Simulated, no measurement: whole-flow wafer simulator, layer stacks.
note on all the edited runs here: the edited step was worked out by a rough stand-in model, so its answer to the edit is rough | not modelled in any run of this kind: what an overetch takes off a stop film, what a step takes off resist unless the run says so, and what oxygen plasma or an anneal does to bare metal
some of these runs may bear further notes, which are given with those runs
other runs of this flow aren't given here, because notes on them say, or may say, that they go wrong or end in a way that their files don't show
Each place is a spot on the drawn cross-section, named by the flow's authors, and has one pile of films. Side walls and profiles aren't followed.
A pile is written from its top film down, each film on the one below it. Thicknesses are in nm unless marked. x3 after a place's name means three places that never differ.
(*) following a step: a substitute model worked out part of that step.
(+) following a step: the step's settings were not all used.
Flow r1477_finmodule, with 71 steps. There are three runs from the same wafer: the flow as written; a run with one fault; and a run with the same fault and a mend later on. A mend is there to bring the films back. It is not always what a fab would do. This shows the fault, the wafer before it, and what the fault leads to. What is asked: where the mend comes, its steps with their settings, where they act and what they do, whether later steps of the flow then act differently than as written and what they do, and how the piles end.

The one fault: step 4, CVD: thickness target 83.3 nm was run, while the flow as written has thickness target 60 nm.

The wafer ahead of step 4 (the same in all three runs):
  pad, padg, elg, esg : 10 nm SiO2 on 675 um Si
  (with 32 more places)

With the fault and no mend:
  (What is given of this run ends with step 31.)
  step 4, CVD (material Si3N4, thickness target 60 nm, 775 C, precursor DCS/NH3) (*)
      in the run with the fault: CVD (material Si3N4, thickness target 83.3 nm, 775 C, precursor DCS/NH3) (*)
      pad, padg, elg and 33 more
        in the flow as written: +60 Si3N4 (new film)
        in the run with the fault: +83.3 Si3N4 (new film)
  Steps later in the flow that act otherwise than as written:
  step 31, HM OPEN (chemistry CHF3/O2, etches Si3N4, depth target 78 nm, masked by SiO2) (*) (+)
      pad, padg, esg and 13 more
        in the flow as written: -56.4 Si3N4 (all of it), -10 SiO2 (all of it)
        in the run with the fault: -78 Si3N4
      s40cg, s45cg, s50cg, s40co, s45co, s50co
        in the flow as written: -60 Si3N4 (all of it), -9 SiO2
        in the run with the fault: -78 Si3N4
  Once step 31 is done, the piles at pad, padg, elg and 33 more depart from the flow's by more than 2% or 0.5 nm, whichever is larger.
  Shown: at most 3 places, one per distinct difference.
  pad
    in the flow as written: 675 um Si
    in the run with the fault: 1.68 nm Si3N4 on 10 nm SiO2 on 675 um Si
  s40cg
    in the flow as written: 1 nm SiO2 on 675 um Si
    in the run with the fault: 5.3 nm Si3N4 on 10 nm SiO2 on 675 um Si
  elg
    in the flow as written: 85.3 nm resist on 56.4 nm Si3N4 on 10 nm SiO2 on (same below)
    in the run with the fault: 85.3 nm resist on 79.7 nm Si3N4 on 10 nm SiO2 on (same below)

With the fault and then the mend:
  The mend follows step 5.
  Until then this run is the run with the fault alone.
  step 5a, ETCH (chemistry h3po4, depth target 95.79 nm)
      pad, padg, elg and 33 more
        -83.3 Si3N4 (all of it)
  step 5b, CLEAN (chemistry SC1/SC2) (a further turn of the flow's step 2)
      alters no film at any place that is followed
  step 5c, CVD (material Si3N4, thickness target 60 nm, 775 C, precursor DCS/NH3) (*) (a further turn of the flow's step 4)
      pad, padg, elg and 33 more
        +60 Si3N4 (new film)
  Every later step of the flow that is run acts as written at every place that is followed.
  At every place that both follow, the piles at the end match the flow's.
